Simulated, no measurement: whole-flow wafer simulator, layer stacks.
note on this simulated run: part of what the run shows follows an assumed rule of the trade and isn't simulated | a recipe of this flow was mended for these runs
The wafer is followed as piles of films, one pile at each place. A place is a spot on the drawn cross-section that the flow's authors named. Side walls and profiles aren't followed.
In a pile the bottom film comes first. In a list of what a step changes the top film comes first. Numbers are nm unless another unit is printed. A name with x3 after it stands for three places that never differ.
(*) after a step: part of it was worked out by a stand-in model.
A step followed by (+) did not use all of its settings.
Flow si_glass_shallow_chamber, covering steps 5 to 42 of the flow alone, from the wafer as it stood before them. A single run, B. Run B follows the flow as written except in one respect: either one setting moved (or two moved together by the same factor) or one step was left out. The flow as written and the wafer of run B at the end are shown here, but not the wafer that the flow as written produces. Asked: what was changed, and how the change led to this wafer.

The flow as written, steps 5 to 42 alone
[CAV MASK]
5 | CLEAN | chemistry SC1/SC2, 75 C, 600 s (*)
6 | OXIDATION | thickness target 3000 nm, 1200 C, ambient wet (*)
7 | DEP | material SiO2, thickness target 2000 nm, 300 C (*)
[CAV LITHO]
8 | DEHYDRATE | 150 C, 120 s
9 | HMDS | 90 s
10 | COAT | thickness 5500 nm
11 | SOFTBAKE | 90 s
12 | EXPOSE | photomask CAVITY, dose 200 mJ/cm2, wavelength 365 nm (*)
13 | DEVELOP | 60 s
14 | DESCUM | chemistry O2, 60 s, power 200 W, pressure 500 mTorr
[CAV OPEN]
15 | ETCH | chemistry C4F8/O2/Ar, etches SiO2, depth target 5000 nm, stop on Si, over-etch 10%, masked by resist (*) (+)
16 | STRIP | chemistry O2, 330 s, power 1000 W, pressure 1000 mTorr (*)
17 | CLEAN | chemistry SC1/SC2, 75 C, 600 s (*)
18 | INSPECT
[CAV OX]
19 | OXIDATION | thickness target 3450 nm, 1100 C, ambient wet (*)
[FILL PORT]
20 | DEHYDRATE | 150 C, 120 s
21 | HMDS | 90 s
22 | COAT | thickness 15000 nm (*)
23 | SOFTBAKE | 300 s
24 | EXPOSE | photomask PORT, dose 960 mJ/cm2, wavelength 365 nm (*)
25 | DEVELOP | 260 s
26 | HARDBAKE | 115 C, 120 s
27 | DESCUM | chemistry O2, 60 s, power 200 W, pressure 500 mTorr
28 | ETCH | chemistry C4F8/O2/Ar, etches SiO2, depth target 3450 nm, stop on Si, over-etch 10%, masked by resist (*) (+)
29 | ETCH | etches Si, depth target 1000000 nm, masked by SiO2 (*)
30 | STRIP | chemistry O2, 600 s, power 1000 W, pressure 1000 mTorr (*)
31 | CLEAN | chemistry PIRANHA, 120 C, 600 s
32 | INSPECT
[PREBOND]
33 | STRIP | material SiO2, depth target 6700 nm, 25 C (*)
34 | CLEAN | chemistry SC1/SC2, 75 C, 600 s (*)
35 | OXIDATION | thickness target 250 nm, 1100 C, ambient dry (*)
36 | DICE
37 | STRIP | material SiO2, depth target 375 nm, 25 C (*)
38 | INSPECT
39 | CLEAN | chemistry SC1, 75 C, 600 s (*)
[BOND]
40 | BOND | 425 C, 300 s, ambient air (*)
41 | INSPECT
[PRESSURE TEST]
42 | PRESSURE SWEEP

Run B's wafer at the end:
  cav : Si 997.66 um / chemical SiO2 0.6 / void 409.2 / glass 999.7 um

Cause: step 15, ETCH: depth target 2762 nm was run, though the flow has depth target 5000 nm.

The path from the change to this, step by step:
  15 | ETCH | chemistry C4F8/O2/Ar, etches SiO2, depth target 5000 nm, stop on Si, over-etch 10%, masked by resist (*) (+)
      cav, port: -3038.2 SiO2 (as written it would have been: -5000 SiO2 (all of it), -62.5 Si)
      rim, ramp, septum, ring: -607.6 thick-i-line-resist (as written it would have been: -1100 thick-i-line-resist)
  16 | STRIP | chemistry O2, 330 s, power 1000 W, pressure 1000 mTorr (*)
      cav, port: nothing (as written it would have been: +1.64 chemical SiO2 (new film), -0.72 Si)
      rim, ramp, septum, ring: -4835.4 thick-i-line-resist (all of it) (as written it would have been: -4343.1 thick-i-line-resist (all of it))
  17 | CLEAN | chemistry SC1/SC2, 75 C, 600 s (*)
      cav, port: -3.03 SiO2 (as written it would have been: -1.04 chemical SiO2, -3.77 Si)
  19 | OXIDATION | thickness target 3450 nm, 1100 C, ambient wet (*)
      cav, port: +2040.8 SiO2, -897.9 Si (as written it would have been: +3450 SiO2 (new film), -0.6 chemical SiO2 (all of it), -1517.7 Si)
  22 | COAT | thickness 15000 nm (*)
      rim: +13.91 um thick-i-line-resist (new film) (as written it would have been: +13.4 um thick-i-line-resist (new film))
      ramp: +13.57 um thick-i-line-resist (new film) (as written it would have been: +12.89 um thick-i-line-resist (new film))
      (also at 4 further places)
  23 | SOFTBAKE | 300 s
      rim: -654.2 thick-i-line-resist (as written it would have been: -997 thick-i-line-resist)
      ramp: -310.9 thick-i-line-resist (as written it would have been: -487.1 thick-i-line-resist)
      (also at 4 further places)
  25 | DEVELOP | 260 s
      port: -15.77 um thick-i-line-resist (all of it) (as written it would have been: -16.16 um thick-i-line-resist (all of it))
  26 | HARDBAKE | 115 C, 120 s
      rim, ramp: -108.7 thick-i-line-resist (as written it would have been: -98.2 thick-i-line-resist)
      cav: -141.8 thick-i-line-resist (as written it would have been: -147.1 thick-i-line-resist)
  28 | ETCH | chemistry C4F8/O2/Ar, etches SiO2, depth target 3450 nm, stop on Si, over-etch 10%, masked by resist (*) (+)
      port: -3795 SiO2 (as written it would have been: -3450 SiO2 (all of it), -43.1 Si)
  29 | ETCH | etches Si, depth target 1000000 nm, masked by SiO2 (*)
      port: +997.98 um hole (new film), -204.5 SiO2 (all of it), -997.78 um Si (all of it) (as written it would have been: +997.05 um hole (new film), -997.05 um Si (all of it))
      rim, ramp: -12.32 um thick-i-line-resist (all of it), -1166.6 SiO2 (as written it would have been: -11.47 um thick-i-line-resist (all of it), -1617.3 SiO2)
      (also at 2 further places)
  30 | STRIP | chemistry O2, 600 s, power 1000 W, pressure 1000 mTorr (*)
      cav: -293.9 thick-i-line-resist (all of it) (as written it would have been: -669.6 thick-i-line-resist (all of it))
  33 | STRIP | material SiO2, depth target 6700 nm, 25 C (*)
      rim, ramp: -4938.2 SiO2 (all of it) (as written it would have been: -4487.5 SiO2 (all of it))
      cav: -3999.5 SiO2 (all of it) (as written it would have been: -3450 SiO2 (all of it))
  40 | BOND | 425 C, 300 s, ambient air (*)
      cav: +999.7 um glass (new film), +409.2 void (new film) (as written it would have been: +999.7 um glass (new film), +1095.9 void (new film))
      port: +999.7 um glass (new film), +82.8 hole (as written it would have been: +999.7 um glass (new film), +1017.3 hole)
